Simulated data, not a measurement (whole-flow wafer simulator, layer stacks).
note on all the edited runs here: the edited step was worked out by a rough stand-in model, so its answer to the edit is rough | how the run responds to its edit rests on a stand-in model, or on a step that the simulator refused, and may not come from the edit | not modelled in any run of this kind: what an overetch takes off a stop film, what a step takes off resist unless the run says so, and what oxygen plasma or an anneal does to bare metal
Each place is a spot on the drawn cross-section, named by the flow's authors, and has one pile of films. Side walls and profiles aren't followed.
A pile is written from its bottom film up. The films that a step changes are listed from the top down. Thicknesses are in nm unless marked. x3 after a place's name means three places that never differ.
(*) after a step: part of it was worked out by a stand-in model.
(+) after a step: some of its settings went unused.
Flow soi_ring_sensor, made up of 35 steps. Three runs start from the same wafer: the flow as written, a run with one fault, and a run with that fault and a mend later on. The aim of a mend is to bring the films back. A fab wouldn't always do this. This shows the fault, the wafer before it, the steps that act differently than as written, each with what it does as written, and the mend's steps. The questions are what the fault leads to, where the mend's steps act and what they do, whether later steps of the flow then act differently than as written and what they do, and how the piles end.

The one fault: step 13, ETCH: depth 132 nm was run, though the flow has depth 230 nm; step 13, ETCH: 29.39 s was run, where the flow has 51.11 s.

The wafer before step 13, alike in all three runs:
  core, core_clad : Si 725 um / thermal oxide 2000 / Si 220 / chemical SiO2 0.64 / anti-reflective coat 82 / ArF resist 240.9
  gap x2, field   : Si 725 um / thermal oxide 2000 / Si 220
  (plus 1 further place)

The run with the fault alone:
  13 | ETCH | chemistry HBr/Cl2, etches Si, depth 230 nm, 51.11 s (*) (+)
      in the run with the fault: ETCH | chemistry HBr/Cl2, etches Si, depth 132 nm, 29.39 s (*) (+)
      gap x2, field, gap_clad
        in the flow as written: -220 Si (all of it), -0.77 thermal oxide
        in the run with the fault: -132 Si
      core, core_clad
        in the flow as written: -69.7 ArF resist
        in the run with the fault: -40.1 ArF resist
  Steps further on in the flow that do not act as written (not shown: 1 more step that differs only slightly, by at most 2% or 0.5 nm, whichever is larger):
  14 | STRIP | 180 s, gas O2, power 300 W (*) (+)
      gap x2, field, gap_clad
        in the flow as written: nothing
        in the run with the fault: +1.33 chemical SiO2 (new film), -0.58 Si
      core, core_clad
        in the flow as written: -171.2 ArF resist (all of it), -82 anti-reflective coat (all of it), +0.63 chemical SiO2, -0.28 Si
        in the run with the fault: -200.8 ArF resist (all of it), -82 anti-reflective coat (all of it), +0.62 chemical SiO2, -0.27 Si
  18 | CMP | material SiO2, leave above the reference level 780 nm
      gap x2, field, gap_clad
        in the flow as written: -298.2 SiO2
        in the run with the fault: -387.8 SiO2
  By the end, the piles at field depart from the flow's by more than 2% or 0.5 nm, whichever is larger.
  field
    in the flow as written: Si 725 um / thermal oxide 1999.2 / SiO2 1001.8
    in the run with the fault: Si 725 um / thermal oxide 2000 / Si 87.4 / chemical SiO2 1.33 / SiO2 912.2

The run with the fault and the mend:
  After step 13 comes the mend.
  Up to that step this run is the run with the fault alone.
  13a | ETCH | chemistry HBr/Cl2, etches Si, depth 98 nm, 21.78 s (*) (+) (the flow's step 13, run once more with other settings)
      gap x2, field, gap_clad
        -88 Si (all of it), -0.77 thermal oxide
      core, core_clad
        -29.7 ArF resist
  None of the later steps of the flow differs from how it acts as written, at any place that is followed, by more than 2% or 0.5 nm, whichever is larger.
  By the end, the piles equal the flow's at every place that both follow.
